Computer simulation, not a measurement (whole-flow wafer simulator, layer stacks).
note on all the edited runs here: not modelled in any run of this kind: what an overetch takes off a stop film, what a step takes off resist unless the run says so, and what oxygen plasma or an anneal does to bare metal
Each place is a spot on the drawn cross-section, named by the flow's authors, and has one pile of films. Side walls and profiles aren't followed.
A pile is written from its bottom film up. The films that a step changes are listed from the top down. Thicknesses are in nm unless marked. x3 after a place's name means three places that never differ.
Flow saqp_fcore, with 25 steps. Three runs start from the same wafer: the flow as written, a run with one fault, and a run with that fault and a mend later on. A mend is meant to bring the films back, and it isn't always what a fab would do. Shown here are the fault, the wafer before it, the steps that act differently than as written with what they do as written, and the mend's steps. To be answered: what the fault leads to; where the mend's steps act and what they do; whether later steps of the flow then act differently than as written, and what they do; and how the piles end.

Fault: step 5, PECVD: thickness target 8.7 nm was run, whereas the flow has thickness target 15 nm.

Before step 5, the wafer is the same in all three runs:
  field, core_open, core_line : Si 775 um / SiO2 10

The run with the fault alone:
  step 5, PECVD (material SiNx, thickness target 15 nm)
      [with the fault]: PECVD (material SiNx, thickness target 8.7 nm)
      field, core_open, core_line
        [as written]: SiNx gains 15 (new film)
        [with the fault]: SiNx gains 8.7 (new film)
  None of the later steps of the flow acts differently than as written at any place that is followed.
  At field, core_open, core_line, the piles at the end differ from the flow's by more than 2% or 0.5 nm, whichever is larger.
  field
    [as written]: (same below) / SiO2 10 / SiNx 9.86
    [with the fault]: (same below) / SiO2 10 / SiNx 3.56
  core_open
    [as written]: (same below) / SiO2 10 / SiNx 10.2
    [with the fault]: (same below) / SiO2 10 / SiNx 3.88
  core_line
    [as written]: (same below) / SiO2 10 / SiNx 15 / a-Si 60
    [with the fault]: (same below) / SiO2 10 / SiNx 8.7 / a-Si 60

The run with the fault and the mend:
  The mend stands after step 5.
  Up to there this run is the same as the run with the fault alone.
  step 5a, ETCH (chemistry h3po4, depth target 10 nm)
      field, core_open, core_line
        SiNx loses 8.7 (all of it)
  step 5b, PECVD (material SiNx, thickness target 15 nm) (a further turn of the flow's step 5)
      field, core_open, core_line
        SiNx gains 15 (new film)
  None of the later steps of the flow acts differently than as written at any place that is followed.
  The piles end the same as the flow's at every place that both follow.
